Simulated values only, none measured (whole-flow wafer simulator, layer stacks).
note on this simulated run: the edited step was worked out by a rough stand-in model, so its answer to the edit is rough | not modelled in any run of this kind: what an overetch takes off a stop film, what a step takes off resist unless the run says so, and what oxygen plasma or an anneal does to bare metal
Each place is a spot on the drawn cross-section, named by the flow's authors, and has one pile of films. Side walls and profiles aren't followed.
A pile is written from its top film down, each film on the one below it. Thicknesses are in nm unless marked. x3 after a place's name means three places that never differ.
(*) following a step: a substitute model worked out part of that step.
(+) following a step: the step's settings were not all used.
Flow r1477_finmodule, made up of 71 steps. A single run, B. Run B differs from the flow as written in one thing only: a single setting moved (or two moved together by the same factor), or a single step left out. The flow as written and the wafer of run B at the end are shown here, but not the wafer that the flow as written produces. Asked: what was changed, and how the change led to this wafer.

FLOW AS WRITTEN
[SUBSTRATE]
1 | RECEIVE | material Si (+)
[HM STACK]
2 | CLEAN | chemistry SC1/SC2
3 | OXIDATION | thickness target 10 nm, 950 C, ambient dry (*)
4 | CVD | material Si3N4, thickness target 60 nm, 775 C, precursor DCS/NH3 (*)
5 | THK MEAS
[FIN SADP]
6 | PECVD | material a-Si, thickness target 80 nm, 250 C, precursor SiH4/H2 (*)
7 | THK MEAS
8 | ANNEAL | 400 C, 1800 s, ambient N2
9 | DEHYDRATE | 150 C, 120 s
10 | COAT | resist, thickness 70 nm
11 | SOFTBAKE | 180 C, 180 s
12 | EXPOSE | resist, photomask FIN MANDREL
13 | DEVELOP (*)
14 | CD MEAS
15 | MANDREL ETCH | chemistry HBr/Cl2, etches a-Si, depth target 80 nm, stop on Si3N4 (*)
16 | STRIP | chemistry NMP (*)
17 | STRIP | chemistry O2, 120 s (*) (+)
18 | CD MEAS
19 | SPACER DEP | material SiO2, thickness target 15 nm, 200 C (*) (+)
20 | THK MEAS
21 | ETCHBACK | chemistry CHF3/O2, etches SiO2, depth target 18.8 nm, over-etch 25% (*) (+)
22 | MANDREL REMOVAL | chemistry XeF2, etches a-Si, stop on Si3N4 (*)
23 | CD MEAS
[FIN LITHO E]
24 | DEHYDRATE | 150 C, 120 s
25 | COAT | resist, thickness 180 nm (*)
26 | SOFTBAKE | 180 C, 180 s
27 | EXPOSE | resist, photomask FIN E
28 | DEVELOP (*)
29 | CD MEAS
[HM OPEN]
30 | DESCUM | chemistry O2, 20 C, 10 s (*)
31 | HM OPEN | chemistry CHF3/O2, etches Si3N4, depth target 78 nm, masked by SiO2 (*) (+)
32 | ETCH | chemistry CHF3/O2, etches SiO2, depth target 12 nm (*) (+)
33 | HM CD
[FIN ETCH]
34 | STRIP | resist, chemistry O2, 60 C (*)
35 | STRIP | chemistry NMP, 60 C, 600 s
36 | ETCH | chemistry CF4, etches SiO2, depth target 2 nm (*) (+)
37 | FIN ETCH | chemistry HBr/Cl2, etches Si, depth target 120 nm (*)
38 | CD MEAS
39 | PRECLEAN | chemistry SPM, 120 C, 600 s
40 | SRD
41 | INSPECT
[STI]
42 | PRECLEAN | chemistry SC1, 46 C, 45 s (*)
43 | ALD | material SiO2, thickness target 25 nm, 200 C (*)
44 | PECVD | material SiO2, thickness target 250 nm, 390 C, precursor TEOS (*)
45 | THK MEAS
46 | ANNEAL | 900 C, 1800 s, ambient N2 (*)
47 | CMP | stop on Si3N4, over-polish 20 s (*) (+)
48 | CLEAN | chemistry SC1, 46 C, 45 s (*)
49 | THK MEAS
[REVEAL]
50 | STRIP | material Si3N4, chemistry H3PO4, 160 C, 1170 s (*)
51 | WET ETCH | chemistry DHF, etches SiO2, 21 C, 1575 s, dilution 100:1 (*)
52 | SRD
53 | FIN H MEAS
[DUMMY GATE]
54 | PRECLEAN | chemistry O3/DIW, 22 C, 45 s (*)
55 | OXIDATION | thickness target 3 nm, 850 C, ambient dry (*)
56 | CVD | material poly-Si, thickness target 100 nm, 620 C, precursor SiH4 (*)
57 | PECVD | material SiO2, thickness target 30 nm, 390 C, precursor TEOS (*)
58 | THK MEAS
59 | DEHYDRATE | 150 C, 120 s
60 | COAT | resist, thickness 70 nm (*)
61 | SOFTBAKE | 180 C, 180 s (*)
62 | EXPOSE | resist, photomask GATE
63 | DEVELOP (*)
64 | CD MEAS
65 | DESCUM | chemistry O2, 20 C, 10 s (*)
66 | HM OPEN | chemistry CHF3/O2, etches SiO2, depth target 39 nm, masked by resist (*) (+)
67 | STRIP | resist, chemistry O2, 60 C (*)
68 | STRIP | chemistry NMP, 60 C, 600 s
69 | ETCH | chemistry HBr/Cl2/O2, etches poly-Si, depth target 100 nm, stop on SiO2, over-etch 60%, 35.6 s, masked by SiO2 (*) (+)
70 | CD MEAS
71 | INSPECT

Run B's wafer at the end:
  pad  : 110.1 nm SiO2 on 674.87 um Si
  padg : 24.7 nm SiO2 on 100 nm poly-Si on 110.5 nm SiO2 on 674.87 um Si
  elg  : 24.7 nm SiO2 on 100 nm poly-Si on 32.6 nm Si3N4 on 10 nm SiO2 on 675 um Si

The reason: step 51, WET ETCH: 18.84 C was run, whereas the flow has 21 C.

Step by step, how the change led to this:
  51 | WET ETCH | chemistry DHF, etches SiO2, 21 C, 1575 s, dilution 100:1 (*)
      pad, padg, e40sg and 12 more: SiO2 loses 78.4 (it would be, as written: SiO2 loses 85.7)
      elg, e40lg, e100lg, e200lg, elo, e40lo, e100lo, e200lo: SiO2 loses 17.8 (all of it), Si3N4 loses 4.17 (it would be, as written: SiO2 loses 17.8 (all of it), Si3N4 loses 4.97)
      (as well as at 7 more places)
  56 | CVD | material poly-Si, thickness target 100 nm, 620 C, precursor SiH4 (*)
      s40cg, s40co: poly-Si gains 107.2 (new film) (it would be, as written: poly-Si gains 113.9 (new film))
      s45cg, s45co: poly-Si gains 106.7 (new film) (it would be, as written: poly-Si gains 113.4 (new film))
      (as well as at 3 more places)
  60 | COAT | resist, thickness 70 nm (*)
      e40sg, eso, e40so: resist gains 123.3 (new film) (it would be, as written: resist gains 129.5 (new film))
      e100sg, e100so: resist gains 123.3 (new film) (it would be, as written: resist gains 129.4 (new film))
      (as well as at 8 more places)
  63 | DEVELOP (*)
      eso, e40so: resist loses 123.3 (all of it) (it would be, as written: resist loses 129.5 (all of it))
      e100so: resist loses 123.3 (all of it) (it would be, as written: resist loses 129.4 (all of it))
      (as well as at 4 more places)
  67 | STRIP | resist, chemistry O2, 60 C (*)
      e40sg: resist loses 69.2 (all of it) (it would be, as written: resist loses 75.4 (all of it))
      e100sg: resist loses 69.2 (all of it) (it would be, as written: resist loses 75.3 (all of it))
      (as well as at 4 more places)
  69 | ETCH | chemistry HBr/Cl2/O2, etches poly-Si, depth target 100 nm, stop on SiO2, over-etch 60%, 35.6 s, masked by SiO2 (*) (+)
      s40co: chemical SiO2 loses 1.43 (all of it), poly-Si loses 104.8 (all of it), SiO2 loses 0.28 (it would be, as written: chemical SiO2 loses 1.46 (all of it), poly-Si loses 111.5 (all of it), SiO2 loses 0.24)
      s45co: chemical SiO2 loses 1.43 (all of it), poly-Si loses 104.2 (all of it), SiO2 loses 0.28 (it would be, as written: chemical SiO2 loses 1.46 (all of it), poly-Si loses 110.9 (all of it), SiO2 loses 0.25)
      (as well as at 1 more place)
